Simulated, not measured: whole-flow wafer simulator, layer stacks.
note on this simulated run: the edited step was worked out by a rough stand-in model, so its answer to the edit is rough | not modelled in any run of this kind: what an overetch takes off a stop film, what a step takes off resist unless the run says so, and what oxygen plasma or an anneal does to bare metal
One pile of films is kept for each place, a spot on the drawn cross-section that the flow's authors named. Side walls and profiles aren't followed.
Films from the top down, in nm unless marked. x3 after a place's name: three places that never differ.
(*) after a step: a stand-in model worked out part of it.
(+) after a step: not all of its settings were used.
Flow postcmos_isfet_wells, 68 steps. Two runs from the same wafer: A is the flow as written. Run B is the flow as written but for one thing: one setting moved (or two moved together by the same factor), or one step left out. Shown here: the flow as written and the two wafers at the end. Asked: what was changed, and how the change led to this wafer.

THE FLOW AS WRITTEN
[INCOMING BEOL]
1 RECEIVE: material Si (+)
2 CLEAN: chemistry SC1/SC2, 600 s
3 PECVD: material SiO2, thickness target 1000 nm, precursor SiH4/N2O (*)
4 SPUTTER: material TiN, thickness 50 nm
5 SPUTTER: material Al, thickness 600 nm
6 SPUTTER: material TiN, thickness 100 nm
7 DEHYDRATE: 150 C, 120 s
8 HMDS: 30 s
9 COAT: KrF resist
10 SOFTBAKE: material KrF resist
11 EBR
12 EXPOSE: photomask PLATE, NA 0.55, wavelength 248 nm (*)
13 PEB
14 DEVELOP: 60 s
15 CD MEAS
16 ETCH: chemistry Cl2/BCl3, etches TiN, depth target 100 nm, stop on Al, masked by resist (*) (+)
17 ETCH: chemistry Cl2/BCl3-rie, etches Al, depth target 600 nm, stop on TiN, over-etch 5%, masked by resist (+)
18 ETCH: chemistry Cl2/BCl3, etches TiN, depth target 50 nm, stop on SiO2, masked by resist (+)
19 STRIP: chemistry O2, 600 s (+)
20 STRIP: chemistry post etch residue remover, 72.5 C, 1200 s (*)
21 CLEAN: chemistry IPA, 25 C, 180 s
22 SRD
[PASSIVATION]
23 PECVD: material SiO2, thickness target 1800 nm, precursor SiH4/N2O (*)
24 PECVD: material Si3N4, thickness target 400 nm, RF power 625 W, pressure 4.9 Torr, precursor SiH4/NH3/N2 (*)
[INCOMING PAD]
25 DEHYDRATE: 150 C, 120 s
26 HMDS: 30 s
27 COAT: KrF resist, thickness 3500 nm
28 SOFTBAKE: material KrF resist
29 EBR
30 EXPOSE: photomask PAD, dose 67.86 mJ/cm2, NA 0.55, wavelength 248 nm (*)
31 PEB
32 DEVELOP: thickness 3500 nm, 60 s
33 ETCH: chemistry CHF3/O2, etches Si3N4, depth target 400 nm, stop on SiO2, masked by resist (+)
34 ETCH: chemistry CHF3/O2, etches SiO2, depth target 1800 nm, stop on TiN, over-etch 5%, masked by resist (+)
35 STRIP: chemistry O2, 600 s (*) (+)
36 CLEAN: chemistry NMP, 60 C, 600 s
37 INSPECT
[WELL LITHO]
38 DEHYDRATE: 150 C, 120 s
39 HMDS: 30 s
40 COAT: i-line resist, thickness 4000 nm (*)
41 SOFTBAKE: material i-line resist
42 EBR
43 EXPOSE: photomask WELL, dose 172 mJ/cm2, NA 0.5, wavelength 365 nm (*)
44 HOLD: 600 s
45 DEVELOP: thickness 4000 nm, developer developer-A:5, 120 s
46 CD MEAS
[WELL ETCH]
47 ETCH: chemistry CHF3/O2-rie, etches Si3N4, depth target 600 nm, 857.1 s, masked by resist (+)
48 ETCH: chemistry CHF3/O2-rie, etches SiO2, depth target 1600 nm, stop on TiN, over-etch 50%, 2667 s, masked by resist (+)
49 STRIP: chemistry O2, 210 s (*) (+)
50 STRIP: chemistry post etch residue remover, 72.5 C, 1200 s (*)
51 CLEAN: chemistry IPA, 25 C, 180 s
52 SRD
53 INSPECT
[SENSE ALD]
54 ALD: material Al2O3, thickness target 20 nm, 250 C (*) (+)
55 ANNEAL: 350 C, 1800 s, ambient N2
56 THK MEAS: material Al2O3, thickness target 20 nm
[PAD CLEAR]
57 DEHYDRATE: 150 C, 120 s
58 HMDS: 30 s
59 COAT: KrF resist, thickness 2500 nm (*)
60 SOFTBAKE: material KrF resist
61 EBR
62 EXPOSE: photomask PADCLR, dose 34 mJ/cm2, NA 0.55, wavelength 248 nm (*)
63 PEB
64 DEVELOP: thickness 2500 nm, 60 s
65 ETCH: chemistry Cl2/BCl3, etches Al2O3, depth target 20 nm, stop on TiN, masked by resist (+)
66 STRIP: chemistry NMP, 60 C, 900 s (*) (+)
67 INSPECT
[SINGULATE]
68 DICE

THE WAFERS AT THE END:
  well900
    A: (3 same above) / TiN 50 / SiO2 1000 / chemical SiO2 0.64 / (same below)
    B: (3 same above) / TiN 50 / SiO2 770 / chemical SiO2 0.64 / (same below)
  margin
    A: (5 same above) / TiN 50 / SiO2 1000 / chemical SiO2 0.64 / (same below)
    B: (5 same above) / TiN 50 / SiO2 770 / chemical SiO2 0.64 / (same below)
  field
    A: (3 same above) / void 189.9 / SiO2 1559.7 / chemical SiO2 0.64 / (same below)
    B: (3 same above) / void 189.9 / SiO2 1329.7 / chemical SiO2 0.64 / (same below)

The cause: step 3, PECVD: thickness target 770 nm was run, where the flow has thickness target 1000 nm.
It can be read off the wafer: well900 has SiO2 770, and step 3 as written asks for 1000 nm.

How the change led to this, step by step:
  3 PECVD: material SiO2, thickness target 1000 nm, precursor SiH4/N2O (*)
      field, margin, well900, well1300 x3, pad_rim, pad_clr, pad_open: A SiO2 +1000 (new film) | B SiO2 +770 (new film)
